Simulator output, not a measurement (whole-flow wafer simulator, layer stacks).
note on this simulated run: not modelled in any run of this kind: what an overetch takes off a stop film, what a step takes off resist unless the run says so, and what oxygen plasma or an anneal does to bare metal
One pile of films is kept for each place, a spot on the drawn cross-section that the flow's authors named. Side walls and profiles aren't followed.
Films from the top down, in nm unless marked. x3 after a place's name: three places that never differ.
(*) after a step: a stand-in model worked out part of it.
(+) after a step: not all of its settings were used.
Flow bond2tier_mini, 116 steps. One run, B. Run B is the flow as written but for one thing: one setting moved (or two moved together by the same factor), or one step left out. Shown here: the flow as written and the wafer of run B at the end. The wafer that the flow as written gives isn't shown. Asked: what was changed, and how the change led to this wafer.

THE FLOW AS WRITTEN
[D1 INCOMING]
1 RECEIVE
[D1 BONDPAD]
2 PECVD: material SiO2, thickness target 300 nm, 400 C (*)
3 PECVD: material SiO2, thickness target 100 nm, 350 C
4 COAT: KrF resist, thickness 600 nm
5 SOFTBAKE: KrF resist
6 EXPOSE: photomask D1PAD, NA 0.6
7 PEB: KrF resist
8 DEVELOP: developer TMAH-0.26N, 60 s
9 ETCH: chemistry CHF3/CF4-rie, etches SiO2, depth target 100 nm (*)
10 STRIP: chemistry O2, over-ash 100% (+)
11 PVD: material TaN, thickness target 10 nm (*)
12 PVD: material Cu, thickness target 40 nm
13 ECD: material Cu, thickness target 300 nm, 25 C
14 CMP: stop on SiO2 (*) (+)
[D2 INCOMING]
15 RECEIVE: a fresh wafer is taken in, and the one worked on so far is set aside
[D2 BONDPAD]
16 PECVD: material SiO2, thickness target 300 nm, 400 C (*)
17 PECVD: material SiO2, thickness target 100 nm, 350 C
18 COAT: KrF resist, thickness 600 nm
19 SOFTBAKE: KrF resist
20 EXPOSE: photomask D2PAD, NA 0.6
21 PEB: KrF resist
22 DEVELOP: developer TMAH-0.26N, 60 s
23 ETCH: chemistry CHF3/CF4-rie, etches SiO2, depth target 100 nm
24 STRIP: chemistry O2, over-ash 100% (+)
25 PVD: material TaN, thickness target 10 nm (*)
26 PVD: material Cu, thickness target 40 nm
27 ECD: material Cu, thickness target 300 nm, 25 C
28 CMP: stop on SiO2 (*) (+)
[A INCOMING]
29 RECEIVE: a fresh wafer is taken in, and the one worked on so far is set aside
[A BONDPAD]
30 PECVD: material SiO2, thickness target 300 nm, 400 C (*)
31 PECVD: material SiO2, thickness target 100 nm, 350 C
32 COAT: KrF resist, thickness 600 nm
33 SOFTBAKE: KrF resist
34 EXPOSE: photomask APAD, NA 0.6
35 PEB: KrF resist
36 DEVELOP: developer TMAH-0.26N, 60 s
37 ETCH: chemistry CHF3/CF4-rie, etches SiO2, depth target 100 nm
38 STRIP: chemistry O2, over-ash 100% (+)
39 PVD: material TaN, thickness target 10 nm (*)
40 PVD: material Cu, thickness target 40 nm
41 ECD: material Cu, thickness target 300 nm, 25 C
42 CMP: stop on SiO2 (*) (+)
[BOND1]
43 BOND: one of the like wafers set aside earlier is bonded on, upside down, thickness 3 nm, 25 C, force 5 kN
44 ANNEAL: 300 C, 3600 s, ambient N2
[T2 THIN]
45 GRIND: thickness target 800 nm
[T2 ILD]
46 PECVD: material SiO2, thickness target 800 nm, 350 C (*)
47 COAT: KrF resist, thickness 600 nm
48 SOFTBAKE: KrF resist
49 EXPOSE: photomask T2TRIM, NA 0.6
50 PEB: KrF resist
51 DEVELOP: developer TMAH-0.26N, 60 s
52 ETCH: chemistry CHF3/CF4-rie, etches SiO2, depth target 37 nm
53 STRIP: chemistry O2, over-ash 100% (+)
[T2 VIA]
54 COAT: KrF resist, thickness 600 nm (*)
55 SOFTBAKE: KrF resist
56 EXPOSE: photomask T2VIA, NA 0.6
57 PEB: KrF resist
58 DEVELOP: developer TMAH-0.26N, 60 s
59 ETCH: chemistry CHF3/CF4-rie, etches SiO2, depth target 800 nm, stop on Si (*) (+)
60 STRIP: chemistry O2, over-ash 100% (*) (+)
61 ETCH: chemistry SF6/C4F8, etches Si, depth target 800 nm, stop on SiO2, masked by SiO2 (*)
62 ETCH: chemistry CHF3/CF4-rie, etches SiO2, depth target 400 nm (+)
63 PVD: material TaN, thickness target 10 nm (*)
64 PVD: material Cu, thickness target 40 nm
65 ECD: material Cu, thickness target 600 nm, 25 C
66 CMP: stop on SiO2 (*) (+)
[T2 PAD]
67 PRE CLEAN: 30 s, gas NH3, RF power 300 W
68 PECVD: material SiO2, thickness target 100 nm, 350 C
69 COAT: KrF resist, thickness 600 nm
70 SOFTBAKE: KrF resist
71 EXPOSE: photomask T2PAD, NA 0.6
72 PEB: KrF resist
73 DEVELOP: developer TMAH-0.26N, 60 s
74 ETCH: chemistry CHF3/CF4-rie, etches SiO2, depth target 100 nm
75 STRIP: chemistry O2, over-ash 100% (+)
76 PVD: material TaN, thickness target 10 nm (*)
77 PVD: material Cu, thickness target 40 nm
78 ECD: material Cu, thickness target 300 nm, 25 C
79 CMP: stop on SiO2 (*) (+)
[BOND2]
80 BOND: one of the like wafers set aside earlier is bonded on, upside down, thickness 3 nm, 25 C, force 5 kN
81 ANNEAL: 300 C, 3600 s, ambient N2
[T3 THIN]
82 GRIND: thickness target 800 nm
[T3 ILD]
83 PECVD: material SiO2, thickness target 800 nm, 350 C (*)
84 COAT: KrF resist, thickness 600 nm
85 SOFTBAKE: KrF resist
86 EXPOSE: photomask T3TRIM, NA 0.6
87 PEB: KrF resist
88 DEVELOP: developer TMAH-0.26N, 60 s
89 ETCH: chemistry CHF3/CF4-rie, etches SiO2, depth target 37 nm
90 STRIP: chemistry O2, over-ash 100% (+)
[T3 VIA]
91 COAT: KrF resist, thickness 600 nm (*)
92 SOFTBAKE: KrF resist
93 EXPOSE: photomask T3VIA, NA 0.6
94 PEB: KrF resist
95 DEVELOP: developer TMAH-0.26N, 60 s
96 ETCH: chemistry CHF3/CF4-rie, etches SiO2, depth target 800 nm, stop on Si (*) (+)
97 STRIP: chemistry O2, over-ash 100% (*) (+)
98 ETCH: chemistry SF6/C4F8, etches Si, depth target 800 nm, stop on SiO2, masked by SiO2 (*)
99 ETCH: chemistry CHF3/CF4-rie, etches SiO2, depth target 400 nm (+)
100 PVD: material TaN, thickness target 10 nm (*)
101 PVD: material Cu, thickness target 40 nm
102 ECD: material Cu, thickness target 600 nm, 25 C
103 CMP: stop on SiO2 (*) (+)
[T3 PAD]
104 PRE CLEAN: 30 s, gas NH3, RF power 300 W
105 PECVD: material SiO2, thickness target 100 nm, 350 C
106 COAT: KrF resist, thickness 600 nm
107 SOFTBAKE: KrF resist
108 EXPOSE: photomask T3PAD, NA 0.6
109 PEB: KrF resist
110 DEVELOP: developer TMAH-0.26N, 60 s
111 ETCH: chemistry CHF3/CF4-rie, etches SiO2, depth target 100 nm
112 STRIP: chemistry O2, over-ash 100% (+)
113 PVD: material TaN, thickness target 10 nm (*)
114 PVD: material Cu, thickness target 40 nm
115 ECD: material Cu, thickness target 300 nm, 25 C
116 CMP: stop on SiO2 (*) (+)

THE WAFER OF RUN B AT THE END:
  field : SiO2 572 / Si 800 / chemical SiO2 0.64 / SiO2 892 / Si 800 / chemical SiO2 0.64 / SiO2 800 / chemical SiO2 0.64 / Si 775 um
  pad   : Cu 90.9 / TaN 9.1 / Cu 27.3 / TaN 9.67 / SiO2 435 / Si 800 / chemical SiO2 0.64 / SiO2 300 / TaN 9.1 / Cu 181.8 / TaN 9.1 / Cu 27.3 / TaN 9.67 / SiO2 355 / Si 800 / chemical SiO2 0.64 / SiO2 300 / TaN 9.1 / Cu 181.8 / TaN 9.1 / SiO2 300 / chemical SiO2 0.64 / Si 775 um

The cause: step 99, ETCH: depth target 320 nm was run, where the flow has depth target 400 nm.

How the change led to this, step by step:
  99 ETCH: chemistry CHF3/CF4-rie, etches SiO2, depth target 400 nm (+)
      field, pad: SiO2 -320 (as written it would be: SiO2 -400)
